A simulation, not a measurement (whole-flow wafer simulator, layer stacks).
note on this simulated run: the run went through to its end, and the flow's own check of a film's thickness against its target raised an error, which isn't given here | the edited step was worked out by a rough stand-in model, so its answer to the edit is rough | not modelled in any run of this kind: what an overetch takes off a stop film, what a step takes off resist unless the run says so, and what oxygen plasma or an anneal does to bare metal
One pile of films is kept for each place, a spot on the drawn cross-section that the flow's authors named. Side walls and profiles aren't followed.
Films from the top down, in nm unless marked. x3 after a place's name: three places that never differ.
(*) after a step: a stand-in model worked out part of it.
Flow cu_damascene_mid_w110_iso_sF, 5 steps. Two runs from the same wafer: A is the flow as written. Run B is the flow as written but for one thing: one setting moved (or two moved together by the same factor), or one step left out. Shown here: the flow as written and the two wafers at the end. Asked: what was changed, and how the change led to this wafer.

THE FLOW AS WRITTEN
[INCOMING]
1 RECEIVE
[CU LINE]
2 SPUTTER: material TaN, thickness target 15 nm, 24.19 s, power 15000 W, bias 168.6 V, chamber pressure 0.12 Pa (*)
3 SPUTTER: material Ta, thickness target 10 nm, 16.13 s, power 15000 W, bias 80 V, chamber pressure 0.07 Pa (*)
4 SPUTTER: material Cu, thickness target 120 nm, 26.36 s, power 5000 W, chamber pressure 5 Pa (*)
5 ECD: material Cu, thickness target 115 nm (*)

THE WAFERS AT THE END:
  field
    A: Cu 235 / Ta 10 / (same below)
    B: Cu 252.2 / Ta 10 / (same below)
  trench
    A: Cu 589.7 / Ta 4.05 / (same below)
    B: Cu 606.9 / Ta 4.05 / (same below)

The cause: step 5, ECD: thickness target 132.2 nm was run, where the flow has thickness target 115 nm.

How the change led to this, step by step:
  5 ECD: material Cu, thickness target 115 nm (*)
      field: A Cu +115 | B Cu +132.2
      trench: A Cu +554 | B Cu +571.2
